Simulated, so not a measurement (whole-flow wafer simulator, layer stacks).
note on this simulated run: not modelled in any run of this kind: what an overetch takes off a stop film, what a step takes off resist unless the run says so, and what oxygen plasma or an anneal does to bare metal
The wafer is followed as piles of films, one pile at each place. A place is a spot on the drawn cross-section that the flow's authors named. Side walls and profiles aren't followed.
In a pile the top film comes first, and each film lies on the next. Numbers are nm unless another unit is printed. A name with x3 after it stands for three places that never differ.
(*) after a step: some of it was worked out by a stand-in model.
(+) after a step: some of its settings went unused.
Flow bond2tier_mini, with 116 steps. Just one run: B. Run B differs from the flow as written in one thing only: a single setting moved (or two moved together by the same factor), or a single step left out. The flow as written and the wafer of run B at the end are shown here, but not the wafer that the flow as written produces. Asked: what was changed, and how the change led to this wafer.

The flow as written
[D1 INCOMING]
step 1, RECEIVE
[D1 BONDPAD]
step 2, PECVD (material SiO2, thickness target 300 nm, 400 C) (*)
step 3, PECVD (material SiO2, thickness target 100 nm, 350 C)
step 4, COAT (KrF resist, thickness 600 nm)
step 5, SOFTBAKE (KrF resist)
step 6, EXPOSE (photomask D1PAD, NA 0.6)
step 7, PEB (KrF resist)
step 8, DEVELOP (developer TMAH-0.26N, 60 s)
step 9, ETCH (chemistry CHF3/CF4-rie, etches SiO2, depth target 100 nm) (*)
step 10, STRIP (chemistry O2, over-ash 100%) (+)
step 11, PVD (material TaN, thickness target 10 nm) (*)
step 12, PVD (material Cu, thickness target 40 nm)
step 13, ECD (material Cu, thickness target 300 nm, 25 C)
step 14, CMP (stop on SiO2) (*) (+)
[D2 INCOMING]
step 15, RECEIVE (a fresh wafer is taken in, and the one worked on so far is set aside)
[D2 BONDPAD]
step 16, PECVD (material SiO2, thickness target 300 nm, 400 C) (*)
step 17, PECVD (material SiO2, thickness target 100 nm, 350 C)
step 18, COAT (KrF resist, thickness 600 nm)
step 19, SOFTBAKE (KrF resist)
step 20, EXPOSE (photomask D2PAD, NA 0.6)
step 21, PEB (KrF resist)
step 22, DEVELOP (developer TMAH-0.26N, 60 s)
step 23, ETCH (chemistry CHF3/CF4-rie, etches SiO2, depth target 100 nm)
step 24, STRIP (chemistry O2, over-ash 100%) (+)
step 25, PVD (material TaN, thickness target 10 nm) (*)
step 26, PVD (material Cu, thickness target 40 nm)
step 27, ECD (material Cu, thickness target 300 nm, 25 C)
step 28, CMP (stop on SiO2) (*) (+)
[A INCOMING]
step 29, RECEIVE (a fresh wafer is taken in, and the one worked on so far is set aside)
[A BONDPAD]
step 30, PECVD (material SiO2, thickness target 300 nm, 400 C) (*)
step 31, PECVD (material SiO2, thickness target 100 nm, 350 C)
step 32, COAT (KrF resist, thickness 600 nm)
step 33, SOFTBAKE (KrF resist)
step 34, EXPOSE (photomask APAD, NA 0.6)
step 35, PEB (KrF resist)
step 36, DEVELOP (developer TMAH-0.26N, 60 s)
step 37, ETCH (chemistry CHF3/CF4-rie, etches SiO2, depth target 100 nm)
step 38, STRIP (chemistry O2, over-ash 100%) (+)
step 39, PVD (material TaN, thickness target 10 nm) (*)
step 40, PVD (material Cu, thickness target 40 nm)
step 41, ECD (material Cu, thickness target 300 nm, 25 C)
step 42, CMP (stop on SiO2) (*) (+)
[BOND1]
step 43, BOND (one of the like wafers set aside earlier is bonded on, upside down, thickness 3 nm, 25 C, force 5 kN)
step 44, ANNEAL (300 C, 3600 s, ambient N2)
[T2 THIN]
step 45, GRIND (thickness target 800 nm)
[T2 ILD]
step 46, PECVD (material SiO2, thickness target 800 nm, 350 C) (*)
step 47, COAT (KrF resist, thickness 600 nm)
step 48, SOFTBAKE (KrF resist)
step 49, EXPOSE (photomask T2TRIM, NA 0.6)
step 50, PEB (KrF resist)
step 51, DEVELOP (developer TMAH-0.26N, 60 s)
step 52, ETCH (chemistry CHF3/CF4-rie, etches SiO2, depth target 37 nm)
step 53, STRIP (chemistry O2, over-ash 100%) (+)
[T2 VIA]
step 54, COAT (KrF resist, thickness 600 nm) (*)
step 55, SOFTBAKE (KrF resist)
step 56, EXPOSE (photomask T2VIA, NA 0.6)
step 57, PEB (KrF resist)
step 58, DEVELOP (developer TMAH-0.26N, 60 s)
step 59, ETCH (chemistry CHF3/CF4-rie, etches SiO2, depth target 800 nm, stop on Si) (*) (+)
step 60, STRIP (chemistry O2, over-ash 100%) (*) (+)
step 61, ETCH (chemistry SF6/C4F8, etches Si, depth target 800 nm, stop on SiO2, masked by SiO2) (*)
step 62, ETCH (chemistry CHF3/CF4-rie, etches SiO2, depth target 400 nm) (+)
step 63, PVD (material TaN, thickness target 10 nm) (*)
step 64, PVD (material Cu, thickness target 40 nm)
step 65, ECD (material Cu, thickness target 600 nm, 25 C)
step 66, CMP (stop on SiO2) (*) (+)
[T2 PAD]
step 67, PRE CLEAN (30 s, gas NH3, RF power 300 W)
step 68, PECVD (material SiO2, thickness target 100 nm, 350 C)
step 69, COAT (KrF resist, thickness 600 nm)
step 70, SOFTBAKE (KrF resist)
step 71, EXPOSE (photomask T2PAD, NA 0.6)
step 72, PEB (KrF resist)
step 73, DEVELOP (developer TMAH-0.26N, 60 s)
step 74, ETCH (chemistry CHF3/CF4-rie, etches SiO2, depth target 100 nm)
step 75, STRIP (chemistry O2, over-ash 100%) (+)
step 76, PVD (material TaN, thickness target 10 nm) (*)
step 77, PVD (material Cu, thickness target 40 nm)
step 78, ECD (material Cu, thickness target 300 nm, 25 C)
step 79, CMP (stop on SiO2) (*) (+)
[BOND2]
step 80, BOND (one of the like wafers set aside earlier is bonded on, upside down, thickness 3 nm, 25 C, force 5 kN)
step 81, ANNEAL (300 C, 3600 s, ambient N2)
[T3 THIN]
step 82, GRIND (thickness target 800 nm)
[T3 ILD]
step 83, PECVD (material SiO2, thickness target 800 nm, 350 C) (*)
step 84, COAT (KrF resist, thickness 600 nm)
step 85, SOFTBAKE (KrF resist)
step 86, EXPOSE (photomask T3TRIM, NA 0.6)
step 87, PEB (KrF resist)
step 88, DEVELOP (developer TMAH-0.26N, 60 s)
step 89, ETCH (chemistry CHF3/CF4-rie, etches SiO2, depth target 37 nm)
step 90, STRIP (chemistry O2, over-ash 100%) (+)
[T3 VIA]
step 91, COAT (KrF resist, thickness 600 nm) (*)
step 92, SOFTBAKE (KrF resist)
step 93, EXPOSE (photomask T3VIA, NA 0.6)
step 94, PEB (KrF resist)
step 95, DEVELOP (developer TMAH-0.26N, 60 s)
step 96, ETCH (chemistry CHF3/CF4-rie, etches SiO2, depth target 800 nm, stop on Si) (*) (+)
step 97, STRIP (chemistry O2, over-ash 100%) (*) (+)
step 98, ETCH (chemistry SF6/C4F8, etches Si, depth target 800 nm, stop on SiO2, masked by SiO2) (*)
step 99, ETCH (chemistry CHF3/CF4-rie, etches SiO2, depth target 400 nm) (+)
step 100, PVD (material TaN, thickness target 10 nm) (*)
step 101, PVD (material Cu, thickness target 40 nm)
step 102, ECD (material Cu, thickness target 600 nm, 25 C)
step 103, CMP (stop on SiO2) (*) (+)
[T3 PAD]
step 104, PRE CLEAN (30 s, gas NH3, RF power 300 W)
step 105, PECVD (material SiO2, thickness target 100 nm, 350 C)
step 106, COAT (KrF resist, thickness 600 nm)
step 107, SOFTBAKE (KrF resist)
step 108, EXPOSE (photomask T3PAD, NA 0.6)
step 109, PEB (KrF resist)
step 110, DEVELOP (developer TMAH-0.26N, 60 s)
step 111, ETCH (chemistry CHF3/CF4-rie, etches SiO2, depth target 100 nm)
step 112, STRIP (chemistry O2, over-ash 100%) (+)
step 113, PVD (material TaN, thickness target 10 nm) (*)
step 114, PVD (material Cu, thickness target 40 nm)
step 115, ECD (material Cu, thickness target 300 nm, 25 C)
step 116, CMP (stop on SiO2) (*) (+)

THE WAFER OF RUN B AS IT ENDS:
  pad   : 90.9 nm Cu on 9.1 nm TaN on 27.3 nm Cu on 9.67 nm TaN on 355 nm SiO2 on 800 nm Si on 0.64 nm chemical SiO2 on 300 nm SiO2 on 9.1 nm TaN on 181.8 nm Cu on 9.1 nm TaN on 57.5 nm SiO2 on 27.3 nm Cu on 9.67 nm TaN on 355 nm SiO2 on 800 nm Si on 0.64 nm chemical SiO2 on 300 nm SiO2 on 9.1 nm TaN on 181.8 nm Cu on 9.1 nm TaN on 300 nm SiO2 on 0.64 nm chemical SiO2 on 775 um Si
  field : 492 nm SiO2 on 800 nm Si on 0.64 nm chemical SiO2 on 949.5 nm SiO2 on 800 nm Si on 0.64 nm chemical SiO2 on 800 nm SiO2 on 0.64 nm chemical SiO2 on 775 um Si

The reason: step 68, PECVD: thickness target 157.5 nm was run, whereas the flow has thickness target 100 nm.

Step by step, how the change led to this:
  step 68, PECVD (material SiO2, thickness target 100 nm, 350 C)
      field: +157.5 SiO2 (as written it would have been: +100 SiO2)
      pad: +157.5 SiO2 (new film) (as written it would have been: +100 SiO2 (new film))
  step 74, ETCH (chemistry CHF3/CF4-rie, etches SiO2, depth target 100 nm)
      pad: -100 SiO2 (as written it would have been: -100 SiO2 (all of it))
With metal films that touch counted as one body, pad has 4 bodies (between them, from the top down: SiO2 355 / Si 800 / chemical SiO2 0.64 / SiO2 300; SiO2 57.5; SiO2 355 / Si 800 / chemical SiO2 0.64 / SiO2 300); the flow as written gives 3 bodies (between them, from the top down: SiO2 355 / Si 800 / chemical SiO2 0.64 / SiO2 300; SiO2 355 / Si 800 / chemical SiO2 0.64 / SiO2 300).
